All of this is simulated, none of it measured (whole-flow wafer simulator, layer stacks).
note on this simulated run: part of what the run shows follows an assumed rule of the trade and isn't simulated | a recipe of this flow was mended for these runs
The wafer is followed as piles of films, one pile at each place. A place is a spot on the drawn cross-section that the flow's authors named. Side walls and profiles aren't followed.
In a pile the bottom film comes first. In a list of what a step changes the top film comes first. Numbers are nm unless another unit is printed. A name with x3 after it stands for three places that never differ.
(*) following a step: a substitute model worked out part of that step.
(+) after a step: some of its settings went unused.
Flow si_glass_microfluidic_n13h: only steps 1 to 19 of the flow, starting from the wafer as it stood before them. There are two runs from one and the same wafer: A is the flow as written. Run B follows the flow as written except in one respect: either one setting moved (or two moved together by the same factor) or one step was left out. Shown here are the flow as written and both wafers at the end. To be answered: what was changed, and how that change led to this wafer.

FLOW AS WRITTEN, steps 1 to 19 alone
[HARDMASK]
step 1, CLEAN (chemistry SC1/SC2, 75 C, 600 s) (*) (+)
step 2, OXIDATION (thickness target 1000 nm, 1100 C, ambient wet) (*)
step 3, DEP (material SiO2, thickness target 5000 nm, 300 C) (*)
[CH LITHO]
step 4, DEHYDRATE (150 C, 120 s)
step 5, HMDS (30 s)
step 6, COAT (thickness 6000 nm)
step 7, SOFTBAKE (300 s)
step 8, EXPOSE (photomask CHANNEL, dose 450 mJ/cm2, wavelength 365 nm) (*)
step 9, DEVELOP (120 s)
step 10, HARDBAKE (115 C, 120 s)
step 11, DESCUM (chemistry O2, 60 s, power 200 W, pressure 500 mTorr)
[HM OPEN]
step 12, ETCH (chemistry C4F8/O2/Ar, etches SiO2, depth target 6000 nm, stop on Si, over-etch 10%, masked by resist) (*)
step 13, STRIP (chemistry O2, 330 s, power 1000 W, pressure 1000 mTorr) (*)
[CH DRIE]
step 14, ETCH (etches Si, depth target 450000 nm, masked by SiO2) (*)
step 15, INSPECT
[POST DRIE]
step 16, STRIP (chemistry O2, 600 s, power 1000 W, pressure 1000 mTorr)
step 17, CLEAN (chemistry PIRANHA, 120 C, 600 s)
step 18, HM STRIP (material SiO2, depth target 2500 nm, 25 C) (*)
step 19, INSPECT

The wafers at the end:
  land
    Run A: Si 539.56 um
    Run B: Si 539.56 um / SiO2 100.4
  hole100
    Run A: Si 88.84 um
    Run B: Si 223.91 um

What caused this: step 3, DEP: thickness target 6500 nm was run, though the flow has thickness target 5000 nm.

How this came from the change, step by step:
  step 3, DEP (material SiO2, thickness target 5000 nm, 300 C) (*)
      land, hole100: A +5000 SiO2 | B +6500 SiO2
  step 12, ETCH (chemistry C4F8/O2/Ar, etches SiO2, depth target 6000 nm, stop on Si, over-etch 10%, masked by resist) (*)
      hole100: A -6000 SiO2 (all of it), -75 Si | B -6600 SiO2
  step 13, STRIP (chemistry O2, 330 s, power 1000 W, pressure 1000 mTorr) (*)
      hole100: A +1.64 chemical SiO2 (new film), -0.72 Si | B nothing
  step 14, ETCH (etches Si, depth target 450000 nm, masked by SiO2) (*)
      hole100: A -1.64 chemical SiO2 (all of it), -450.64 um Si | B -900 SiO2 (all of it), -315.64 um Si
  step 18, HM STRIP (material SiO2, depth target 2500 nm, 25 C) (*)
      land: A -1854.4 SiO2 (all of it) | B -3250 SiO2
